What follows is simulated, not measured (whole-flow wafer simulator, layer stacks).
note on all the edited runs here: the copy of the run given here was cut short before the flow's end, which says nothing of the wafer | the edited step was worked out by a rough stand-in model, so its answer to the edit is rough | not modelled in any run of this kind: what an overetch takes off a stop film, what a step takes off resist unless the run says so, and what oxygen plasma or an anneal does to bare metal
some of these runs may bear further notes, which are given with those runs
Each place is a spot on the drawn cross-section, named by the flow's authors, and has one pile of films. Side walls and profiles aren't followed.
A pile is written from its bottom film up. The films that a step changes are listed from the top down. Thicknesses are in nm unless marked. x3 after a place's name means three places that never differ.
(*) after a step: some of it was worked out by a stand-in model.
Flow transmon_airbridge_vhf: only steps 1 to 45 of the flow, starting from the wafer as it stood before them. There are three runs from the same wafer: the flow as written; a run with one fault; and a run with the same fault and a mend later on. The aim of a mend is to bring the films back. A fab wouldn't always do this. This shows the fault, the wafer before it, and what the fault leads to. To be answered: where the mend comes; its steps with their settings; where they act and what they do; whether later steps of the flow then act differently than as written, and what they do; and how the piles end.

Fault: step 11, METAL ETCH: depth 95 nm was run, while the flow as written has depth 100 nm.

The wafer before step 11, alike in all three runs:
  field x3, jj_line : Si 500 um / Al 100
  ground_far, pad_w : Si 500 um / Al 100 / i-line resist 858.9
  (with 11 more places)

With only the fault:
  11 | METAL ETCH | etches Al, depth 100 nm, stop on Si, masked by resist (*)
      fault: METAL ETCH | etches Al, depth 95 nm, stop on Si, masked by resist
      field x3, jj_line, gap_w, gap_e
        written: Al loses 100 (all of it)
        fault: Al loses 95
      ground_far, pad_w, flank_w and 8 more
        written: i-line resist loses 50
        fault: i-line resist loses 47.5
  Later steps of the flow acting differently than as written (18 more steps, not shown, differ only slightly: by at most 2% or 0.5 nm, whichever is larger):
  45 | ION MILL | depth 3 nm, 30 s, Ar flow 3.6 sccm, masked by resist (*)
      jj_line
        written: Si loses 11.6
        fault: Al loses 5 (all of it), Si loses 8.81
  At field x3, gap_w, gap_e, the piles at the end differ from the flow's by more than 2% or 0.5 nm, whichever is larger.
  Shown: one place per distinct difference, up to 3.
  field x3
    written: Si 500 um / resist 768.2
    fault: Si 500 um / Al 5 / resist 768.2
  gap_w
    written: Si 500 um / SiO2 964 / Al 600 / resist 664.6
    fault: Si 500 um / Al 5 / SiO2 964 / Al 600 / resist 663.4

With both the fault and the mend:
  The mend stands after step 11.
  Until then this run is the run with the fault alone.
  11a | METAL ETCH | etches Al, depth 5 nm, stop on Si, masked by resist (*) (the flow's step 11, run once more with other settings)
      ground_far, pad_w, flank_w and 8 more
        i-line resist loses 2.5
      field x3, jj_line, gap_w, gap_e
        Al loses 5 (all of it)
  None of the later steps of the flow acts differently than as written at any place that is followed.
  At every place that both follow, the piles at the end match the flow's.
